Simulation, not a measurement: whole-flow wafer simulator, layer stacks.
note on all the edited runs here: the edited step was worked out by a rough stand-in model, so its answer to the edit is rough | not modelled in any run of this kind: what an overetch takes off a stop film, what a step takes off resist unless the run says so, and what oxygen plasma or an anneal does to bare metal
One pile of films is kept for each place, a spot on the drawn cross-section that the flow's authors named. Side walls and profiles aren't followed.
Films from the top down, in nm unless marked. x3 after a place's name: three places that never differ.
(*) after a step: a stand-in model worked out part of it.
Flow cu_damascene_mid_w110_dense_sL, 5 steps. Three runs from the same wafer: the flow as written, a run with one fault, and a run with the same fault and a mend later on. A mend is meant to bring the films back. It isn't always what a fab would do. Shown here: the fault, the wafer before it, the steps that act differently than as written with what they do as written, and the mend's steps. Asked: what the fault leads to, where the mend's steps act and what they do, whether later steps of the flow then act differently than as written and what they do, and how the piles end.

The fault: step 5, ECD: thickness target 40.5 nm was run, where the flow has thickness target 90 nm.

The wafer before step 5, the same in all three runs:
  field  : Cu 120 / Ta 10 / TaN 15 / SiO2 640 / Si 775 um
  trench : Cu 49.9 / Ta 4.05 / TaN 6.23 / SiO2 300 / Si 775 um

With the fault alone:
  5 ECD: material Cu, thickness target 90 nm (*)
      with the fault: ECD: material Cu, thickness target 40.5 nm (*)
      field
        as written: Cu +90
        with the fault: Cu +40.5
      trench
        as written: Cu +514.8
        with the fault: Cu +465.3
  No later step of the flow acts differently than as written at any place that is followed.
  At the end the piles differ from the flow's by more than 2% or 0.5 nm, whichever is larger, at field, trench.
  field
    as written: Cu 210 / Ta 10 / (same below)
    with the fault: Cu 160.5 / Ta 10 / (same below)
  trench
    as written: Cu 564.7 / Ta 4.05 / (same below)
    with the fault: Cu 515.2 / Ta 4.05 / (same below)

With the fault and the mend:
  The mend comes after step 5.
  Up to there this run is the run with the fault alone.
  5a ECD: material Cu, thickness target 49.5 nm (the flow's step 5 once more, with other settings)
      field, trench
        Cu +49.5
  No later step of the flow acts differently than as written at any place that is followed.
  At the end the piles are the same as the flow's at every place that both follow.
